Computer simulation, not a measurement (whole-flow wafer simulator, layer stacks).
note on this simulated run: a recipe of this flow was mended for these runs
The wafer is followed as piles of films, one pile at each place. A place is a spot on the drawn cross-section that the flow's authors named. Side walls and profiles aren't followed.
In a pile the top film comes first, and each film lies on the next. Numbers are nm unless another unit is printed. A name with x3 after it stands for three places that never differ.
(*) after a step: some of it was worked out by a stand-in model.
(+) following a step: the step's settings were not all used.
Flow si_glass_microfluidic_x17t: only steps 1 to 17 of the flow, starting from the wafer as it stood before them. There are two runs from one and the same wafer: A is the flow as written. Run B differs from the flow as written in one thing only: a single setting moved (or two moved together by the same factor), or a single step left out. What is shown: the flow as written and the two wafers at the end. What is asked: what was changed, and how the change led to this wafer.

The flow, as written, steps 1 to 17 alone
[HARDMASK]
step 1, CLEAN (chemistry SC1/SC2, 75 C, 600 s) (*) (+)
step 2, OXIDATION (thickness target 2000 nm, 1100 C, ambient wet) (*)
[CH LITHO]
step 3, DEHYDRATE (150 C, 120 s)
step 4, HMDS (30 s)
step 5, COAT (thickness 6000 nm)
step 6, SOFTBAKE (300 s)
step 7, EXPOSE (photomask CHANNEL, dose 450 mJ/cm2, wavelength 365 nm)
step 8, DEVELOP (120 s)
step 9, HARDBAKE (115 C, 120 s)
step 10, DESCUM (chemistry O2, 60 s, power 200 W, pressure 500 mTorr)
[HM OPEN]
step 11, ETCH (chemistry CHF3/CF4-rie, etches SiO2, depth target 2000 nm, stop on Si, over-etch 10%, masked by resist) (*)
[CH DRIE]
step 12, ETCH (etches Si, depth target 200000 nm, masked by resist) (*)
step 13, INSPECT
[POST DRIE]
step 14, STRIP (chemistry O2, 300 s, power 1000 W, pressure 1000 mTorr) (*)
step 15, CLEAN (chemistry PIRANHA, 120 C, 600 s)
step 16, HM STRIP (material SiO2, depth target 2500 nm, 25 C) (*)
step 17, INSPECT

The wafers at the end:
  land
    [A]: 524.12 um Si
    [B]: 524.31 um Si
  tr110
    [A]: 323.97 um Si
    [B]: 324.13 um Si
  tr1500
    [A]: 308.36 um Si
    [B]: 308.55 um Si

Cause: step 2, OXIDATION: thickness target 1568 nm was run, though the flow has thickness target 2000 nm.

How this came from the change, step by step:
  step 2, OXIDATION (thickness target 2000 nm, 1100 C, ambient wet) (*)
      land, tr110, tr1500, tr15: A SiO2 gains 2000 (new film), chemical SiO2 loses 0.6 (all of it), Si loses 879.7 | B SiO2 gains 1568 (new film), chemical SiO2 loses 0.6 (all of it), Si loses 689.7
  step 11, ETCH (chemistry CHF3/CF4-rie, etches SiO2, depth target 2000 nm, stop on Si, over-etch 10%, masked by resist) (*)
      tr110, tr1500, tr15: A SiO2 loses 2000 (all of it), Si loses 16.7 | B SiO2 loses 1568 (all of it), Si loses 52.7
      land: A thick-i-line-resist loses 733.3 | B thick-i-line-resist loses 574.9
  step 12, ETCH (etches Si, depth target 200000 nm, masked by resist) (*)
      tr1500: A Si loses 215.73 um | B Si loses 215.7 um
      tr15: A Si loses 149.99 um | B Si loses 150.08 um
  step 14, STRIP (chemistry O2, 300 s, power 1000 W, pressure 1000 mTorr) (*)
      land: A thick-i-line-resist loses 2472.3 (all of it) | B thick-i-line-resist loses 2631.2 (all of it)
  step 16, HM STRIP (material SiO2, depth target 2500 nm, 25 C) (*)
      land: A SiO2 loses 2000 (all of it) | B SiO2 loses 1568 (all of it)
